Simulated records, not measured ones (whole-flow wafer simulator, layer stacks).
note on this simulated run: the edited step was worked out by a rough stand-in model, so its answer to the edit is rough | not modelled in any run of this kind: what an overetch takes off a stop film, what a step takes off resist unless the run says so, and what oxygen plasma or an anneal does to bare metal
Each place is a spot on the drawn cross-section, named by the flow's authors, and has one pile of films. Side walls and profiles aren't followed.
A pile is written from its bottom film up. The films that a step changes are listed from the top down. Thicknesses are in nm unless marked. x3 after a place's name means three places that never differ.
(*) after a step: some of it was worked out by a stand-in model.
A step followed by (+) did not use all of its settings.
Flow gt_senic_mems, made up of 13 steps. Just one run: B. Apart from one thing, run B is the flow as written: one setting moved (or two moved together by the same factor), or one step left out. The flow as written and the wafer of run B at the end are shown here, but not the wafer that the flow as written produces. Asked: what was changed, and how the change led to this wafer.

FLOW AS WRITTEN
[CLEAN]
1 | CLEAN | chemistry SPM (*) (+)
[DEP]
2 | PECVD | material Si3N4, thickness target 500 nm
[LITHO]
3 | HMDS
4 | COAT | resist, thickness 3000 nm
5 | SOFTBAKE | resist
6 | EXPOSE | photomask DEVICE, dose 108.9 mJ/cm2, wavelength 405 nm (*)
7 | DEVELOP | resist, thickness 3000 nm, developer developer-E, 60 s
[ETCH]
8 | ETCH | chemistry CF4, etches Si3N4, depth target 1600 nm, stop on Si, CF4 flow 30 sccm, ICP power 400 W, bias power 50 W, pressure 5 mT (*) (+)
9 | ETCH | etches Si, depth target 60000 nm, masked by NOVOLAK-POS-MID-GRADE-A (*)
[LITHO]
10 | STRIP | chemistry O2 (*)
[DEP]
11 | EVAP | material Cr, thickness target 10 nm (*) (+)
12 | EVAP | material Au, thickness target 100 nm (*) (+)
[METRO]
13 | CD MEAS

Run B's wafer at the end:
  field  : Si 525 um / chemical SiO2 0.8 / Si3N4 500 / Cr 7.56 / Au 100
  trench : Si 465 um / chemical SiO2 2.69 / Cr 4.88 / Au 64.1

Cause: step 11, EVAP: thickness target 7.56 nm was run, while the flow as written has thickness target 10 nm.
One can read it off the wafer: field has Cr 7.56, and step 11 as written asks for 10 nm.

The path from the change to this, step by step:
  11 | EVAP | material Cr, thickness target 10 nm (*) (+)
      field: Cr gains 7.56 (new film) (as written it would have been: Cr gains 10 (new film))
      trench: Cr gains 4.88 (new film) (as written it would have been: Cr gains 6.45 (new film))
